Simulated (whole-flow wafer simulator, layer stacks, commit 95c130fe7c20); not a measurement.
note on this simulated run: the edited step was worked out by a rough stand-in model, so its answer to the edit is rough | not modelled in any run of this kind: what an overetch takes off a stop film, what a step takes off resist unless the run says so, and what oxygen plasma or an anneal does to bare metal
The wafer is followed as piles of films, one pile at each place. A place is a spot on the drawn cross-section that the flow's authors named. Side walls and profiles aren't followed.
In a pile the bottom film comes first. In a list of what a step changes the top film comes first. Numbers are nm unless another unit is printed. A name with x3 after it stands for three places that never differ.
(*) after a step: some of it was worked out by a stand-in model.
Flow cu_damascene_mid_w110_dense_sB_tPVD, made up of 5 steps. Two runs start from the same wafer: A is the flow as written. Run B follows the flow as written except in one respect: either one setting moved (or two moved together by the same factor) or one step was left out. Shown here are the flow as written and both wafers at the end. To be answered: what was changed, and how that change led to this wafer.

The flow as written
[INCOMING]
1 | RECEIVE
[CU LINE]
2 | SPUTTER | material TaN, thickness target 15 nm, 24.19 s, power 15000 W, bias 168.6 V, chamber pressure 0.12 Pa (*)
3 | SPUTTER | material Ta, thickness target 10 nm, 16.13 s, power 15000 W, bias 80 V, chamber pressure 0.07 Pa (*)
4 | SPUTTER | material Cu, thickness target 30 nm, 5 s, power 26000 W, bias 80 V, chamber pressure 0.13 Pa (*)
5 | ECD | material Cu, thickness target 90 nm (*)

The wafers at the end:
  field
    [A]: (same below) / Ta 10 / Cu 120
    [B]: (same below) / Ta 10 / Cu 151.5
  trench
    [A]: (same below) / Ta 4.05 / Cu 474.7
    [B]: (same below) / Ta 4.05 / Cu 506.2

Cause: step 5, ECD: thickness target 121.5 nm was run, whereas the flow has thickness target 90 nm.

How this came from the change, step by step:
  5 | ECD | material Cu, thickness target 90 nm (*)
      field: A +90 Cu | B +121.5 Cu
      trench: A +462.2 Cu | B +493.7 Cu
